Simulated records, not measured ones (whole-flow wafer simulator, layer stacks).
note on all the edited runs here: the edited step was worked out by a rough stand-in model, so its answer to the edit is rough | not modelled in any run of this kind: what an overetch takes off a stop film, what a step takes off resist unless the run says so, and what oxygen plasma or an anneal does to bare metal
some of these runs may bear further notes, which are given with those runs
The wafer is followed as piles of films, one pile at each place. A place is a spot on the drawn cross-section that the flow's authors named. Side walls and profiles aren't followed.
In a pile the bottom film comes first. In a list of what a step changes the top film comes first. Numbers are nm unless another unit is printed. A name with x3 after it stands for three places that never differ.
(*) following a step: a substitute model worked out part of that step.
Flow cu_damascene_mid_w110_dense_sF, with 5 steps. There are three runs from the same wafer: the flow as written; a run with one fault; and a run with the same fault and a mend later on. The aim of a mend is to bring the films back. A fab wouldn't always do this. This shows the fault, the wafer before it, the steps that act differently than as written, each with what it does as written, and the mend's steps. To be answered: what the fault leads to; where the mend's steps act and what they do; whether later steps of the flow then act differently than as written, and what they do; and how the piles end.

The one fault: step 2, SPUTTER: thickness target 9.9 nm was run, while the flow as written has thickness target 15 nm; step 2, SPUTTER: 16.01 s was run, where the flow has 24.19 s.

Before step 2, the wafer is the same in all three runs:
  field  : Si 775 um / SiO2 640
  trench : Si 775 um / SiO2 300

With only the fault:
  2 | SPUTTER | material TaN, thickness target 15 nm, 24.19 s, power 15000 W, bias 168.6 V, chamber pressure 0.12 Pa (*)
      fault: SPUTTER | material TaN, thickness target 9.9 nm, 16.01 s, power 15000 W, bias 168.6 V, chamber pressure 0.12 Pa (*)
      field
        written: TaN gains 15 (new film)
        fault: TaN gains 9.9 (new film)
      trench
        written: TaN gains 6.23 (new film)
        fault: TaN gains 4.11 (new film)
  Every later step of the flow that is run acts as written, at every place that is followed, to within 2% or 0.5 nm, whichever is larger.
  By the end, the piles at field, trench depart from the flow's by more than 2% or 0.5 nm, whichever is larger.
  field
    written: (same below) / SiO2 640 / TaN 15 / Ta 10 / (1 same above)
    fault: (same below) / SiO2 640 / TaN 9.9 / Ta 10 / (1 same above)
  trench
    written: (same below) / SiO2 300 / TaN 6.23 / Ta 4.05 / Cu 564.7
    fault: (same below) / SiO2 300 / TaN 4.11 / Ta 4.11 / Cu 561.7

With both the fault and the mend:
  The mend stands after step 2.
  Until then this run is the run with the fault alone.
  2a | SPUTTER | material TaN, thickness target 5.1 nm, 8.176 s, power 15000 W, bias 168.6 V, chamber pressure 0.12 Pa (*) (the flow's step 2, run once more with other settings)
      field
        TaN gains 5.1
      trench
        TaN gains 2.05
  Every later step of the flow that is run acts as written, at every place that is followed, to within 2% or 0.5 nm, whichever is larger.
  When the end is reached, the piles differ only a little from the flow's at the places that both follow, at most by 2% or 0.5 nm, whichever is larger.
